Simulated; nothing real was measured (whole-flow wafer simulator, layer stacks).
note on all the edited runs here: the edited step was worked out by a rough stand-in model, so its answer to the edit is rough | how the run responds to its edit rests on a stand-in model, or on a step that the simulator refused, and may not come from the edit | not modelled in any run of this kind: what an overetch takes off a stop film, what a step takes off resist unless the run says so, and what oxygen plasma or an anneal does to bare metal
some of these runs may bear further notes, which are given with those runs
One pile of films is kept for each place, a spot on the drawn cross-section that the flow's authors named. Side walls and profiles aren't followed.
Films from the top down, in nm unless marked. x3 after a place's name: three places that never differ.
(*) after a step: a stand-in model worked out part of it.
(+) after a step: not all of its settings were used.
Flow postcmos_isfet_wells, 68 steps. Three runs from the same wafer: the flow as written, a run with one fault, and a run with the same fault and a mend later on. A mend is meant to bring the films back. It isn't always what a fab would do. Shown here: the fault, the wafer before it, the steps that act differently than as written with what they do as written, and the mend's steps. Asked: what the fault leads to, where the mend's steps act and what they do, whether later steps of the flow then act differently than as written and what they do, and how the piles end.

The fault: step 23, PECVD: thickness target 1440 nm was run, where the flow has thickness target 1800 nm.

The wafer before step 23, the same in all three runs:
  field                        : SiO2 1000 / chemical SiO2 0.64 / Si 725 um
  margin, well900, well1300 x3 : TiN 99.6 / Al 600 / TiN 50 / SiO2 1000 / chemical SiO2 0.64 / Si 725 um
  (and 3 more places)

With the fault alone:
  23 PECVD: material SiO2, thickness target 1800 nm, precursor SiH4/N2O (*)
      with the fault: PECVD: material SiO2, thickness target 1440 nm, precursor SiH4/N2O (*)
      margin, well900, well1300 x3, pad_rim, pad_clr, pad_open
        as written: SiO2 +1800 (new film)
        with the fault: SiO2 +1440 (new film)
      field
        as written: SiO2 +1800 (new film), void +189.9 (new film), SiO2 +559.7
        with the fault: SiO2 +1440 (new film), void +190 (new film), SiO2 +559.6
  Later steps of the flow that act differently than as written:
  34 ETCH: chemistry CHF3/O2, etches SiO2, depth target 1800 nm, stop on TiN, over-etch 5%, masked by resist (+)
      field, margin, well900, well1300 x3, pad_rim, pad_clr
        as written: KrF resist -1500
        with the fault: KrF resist -1260
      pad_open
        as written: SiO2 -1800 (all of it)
        with the fault: SiO2 -1440 (all of it)
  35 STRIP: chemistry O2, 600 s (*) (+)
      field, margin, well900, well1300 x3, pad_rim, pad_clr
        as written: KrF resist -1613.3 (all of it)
        with the fault: KrF resist -1853.3 (all of it)
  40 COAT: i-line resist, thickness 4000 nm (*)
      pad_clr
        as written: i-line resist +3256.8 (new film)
        with the fault: i-line resist +3370.3 (new film)
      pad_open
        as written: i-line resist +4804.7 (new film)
        with the fault: i-line resist +4675 (new film)
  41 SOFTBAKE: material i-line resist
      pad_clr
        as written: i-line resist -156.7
        with the fault: i-line resist -121.8
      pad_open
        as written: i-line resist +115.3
        with the fault: i-line resist +99.1
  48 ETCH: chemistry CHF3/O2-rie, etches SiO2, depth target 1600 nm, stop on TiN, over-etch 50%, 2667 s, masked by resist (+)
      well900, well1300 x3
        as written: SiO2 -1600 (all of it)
        with the fault: SiO2 -1240 (all of it)
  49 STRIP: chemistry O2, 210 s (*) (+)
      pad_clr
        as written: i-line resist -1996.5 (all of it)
        with the fault: i-line resist -2144.8 (all of it)
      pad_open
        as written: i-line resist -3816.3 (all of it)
        with the fault: i-line resist -3670.4 (all of it)
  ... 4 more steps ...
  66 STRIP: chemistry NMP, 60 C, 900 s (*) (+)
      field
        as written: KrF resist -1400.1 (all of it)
        with the fault: KrF resist -1570.9 (all of it)
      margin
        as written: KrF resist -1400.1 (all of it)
        with the fault: KrF resist -1570.8 (all of it)
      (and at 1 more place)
  At the end the piles differ from the flow's by more than 2% or 0.5 nm, whichever is larger, at field, margin, pad_rim, pad_clr.
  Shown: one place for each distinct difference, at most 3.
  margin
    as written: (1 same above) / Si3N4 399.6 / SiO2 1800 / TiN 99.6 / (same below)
    with the fault: (1 same above) / Si3N4 399.6 / SiO2 1440 / TiN 99.6 / (same below)
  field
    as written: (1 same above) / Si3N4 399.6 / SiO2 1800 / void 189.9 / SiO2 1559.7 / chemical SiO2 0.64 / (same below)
    with the fault: (1 same above) / Si3N4 399.6 / SiO2 1440 / void 190 / SiO2 1559.6 / chemical SiO2 0.64 / (same below)
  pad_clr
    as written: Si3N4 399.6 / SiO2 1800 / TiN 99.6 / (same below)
    with the fault: Si3N4 399.6 / SiO2 1440 / TiN 99.6 / (same below)

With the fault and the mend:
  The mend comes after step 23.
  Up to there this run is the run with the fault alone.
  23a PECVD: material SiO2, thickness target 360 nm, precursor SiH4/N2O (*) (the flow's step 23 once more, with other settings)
      field, margin, well900, well1300 x3, pad_rim, pad_clr, pad_open
        SiO2 +360
  No later step of the flow acts differently than as written at any place that is followed.
  At the end the piles differ from the flow's only slightly at the places that both follow, by at most 2% or 0.5 nm, whichever is larger.
